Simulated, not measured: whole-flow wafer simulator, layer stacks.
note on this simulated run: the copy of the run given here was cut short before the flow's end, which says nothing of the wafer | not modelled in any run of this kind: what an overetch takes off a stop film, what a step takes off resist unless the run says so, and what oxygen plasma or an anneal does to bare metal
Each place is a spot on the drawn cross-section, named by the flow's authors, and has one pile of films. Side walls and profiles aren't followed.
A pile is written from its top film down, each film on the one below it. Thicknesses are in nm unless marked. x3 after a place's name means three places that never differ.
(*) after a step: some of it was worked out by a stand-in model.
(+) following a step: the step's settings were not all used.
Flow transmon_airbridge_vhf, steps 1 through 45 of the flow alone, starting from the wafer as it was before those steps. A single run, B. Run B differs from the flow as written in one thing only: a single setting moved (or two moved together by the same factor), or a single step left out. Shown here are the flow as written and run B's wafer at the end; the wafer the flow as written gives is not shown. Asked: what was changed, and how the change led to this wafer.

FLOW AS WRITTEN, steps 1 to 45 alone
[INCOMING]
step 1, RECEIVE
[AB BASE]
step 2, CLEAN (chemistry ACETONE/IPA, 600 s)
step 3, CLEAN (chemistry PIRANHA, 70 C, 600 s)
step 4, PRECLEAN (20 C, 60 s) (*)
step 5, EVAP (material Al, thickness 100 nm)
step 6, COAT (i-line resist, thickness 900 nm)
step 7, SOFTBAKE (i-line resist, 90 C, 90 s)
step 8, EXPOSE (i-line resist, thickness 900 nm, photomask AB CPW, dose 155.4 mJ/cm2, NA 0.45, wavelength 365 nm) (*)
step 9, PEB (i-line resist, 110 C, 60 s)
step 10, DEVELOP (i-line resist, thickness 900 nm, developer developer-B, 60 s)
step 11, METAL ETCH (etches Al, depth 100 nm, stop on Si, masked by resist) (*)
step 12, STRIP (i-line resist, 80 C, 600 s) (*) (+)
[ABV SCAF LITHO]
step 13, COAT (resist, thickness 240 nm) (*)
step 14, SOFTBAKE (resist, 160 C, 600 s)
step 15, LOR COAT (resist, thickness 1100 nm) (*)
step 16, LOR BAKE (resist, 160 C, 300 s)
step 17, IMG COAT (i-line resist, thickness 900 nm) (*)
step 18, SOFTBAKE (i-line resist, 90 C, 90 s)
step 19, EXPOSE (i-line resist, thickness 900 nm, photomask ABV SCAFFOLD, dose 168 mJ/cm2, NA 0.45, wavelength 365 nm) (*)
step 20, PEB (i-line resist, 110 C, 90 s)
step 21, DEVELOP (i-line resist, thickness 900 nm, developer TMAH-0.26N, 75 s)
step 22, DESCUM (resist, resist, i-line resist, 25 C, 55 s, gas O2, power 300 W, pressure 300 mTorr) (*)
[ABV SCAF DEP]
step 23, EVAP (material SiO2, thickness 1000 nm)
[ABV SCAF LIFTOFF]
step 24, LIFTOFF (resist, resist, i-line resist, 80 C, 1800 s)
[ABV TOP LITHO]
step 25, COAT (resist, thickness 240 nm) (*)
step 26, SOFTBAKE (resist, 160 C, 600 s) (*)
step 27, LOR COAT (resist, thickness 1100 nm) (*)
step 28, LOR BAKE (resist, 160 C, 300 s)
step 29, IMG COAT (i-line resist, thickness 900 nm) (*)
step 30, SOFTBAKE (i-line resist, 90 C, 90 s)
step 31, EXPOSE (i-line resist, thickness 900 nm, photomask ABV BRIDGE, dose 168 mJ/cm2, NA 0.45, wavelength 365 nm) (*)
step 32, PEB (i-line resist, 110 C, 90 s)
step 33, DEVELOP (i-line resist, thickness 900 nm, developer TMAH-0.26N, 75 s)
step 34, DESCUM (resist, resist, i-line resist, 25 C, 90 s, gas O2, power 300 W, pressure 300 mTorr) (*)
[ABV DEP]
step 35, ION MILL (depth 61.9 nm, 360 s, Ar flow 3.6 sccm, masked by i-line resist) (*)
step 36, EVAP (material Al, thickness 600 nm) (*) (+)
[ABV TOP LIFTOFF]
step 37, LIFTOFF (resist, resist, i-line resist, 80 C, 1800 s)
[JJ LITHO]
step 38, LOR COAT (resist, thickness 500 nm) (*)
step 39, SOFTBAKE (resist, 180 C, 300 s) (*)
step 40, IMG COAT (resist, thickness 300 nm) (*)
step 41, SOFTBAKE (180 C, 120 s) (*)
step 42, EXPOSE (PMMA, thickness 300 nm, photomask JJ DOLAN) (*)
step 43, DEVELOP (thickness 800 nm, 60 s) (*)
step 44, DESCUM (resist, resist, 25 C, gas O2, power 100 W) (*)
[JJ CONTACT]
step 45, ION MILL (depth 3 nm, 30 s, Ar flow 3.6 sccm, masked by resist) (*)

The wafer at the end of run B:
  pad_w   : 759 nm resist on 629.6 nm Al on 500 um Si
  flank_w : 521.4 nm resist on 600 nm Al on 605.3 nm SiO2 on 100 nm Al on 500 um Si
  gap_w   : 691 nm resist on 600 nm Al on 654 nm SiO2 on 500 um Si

The reason: step 23, EVAP: thickness 690 nm was run, while the flow as written has thickness 1000 nm.

The path from the change to this, step by step:
  step 23, EVAP (material SiO2, thickness 1000 nm)
      field x3, jj_line, ground_far and 10 more: +690 SiO2 (new film) (as written it would have been: +1000 SiO2 (new film))
      flank_w, flank_e: +641.2 SiO2 (new film) (as written it would have been: +929.3 SiO2 (new film))
  step 24, LIFTOFF (resist, resist, i-line resist, 80 C, 1800 s)
      field x3, jj_line, trace_open_s x2: -690 SiO2 (all of it), -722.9 i-line resist (all of it), -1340 resist (all of it) (as written it would have been: -1000 SiO2 (all of it), -722.9 i-line resist (all of it), -1340 resist (all of it))
      pad_w, pad_e: -690 SiO2 (all of it), -718 i-line resist (all of it), -1330.2 resist (all of it) (as written it would have been: -1000 SiO2 (all of it), -718 i-line resist (all of it), -1330.2 resist (all of it))
      (and at 1 other place as well)
  step 25, COAT (resist, thickness 240 nm) (*)
      flank_w, flank_e: +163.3 resist (new film) (as written it would have been: +152.6 resist (new film))
      gap_w, gap_e: +224 resist (new film) (as written it would have been: +210.7 resist (new film))
      (and at 6 other places as well)
  step 27, LOR COAT (resist, thickness 1100 nm) (*)
      gap_w, gap_e: +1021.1 resist (as written it would have been: +977.8 resist)
      margin_s, margin_n: +899.8 resist (as written it would have been: +823.4 resist)
      (and at 6 other places as well)
  step 29, IMG COAT (i-line resist, thickness 900 nm) (*)
      gap_w, gap_e: +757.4 i-line resist (new film) (as written it would have been: +681.7 i-line resist (new film))
      margin_s, margin_n: +700.9 i-line resist (new film) (as written it would have been: +603.2 i-line resist (new film))
      (and at 7 other places as well)
  step 32, PEB (i-line resist, 110 C, 90 s)
      pad_w, pad_e: -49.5 i-line resist (as written it would have been: -51 i-line resist)
      flank_w, flank_e: -41.4 i-line resist (as written it would have been: -38.3 i-line resist)
      (and at 7 other places as well)
  step 33, DEVELOP (i-line resist, thickness 900 nm, developer TMAH-0.26N, 75 s)
      gap_w, gap_e: -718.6 i-line resist (all of it), -1021.1 resist (as written it would have been: -646.9 i-line resist (all of it), -977.8 resist)
      pad_w: -910.7 i-line resist (all of it), -1199.2 resist (as written it would have been: -937.2 i-line resist (all of it), -1247.8 resist)
      (and at 5 other places as well)
  step 34, DESCUM (resist, resist, i-line resist, 25 C, 90 s, gas O2, power 300 W, pressure 300 mTorr) (*)
      flank_w, flank_e: -163.3 resist (all of it) (as written it would have been: -152.6 resist (all of it))
      gap_w, gap_e: -224 resist (all of it) (as written it would have been: -210.7 resist (all of it))
      (and at 4 other places as well)
  step 37, LIFTOFF (resist, resist, i-line resist, 80 C, 1800 s)
      ground_far: -600 Al (all of it), -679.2 i-line resist (all of it), -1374 resist (all of it) (as written it would have been: -600 Al (all of it), -717.9 i-line resist (all of it), -1384.9 resist (all of it))
      margin_s: -600 Al (all of it), -410.9 i-line resist (all of it), -1086.3 resist (all of it) (as written it would have been: -600 Al (all of it), -318.3 i-line resist (all of it), -992 resist (all of it))
      (and at 1 other place as well)
  step 38, LOR COAT (resist, thickness 500 nm) (*)
      pad_w, pad_e: +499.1 resist (new film) (as written it would have been: +517 resist (new film))
      flank_w, flank_e: +331.1 resist (new film) (as written it would have been: +306.5 resist (new film))
      (and at 6 other places as well)
  step 40, IMG COAT (resist, thickness 300 nm) (*)
      pad_w, pad_e: +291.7 resist (as written it would have been: +300.1 resist)
      flank_w, flank_e: +222.1 resist (as written it would have been: +212.1 resist)
      (and at 6 other places as well)
